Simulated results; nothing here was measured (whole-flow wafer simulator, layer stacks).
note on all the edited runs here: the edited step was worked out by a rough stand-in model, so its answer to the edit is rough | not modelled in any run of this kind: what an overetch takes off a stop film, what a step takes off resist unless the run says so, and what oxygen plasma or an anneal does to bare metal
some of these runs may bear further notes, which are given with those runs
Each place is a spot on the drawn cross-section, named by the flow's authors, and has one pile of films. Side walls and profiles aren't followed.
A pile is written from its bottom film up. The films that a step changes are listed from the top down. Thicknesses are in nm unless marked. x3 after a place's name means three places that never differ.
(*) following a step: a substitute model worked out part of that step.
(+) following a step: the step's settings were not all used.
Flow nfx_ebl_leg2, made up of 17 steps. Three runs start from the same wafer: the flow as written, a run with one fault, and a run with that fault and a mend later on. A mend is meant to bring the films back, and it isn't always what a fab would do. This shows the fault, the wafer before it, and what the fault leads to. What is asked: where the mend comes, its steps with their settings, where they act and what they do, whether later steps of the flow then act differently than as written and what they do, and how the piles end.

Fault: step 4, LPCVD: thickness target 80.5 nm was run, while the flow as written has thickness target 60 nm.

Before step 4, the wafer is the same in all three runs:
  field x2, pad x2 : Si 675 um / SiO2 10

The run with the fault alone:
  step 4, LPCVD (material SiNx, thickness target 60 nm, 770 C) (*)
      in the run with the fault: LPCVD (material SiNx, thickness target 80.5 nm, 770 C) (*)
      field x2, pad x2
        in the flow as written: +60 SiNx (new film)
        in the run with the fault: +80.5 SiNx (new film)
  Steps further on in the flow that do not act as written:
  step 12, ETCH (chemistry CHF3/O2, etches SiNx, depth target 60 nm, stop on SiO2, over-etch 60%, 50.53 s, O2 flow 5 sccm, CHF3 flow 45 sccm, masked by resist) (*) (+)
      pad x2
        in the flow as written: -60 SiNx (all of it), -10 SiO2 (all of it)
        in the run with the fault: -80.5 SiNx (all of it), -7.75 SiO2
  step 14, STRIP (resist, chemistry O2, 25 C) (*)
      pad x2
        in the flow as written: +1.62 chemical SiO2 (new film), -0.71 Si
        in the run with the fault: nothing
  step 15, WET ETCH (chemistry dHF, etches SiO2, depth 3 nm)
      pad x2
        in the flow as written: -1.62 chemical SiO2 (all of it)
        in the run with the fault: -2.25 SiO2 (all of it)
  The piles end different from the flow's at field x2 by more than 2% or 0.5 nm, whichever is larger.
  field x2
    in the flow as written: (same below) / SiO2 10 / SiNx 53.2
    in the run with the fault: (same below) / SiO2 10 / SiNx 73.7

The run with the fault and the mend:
  The mend stands after step 5.
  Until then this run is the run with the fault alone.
  step 5a, ETCH (chemistry h3po4, depth target 20.5 nm)
      field x2, pad x2
        -20.5 SiNx
  Later steps of the flow that are run all act as written at every place that is followed.
  At every place that both follow, the piles at the end match the flow's.
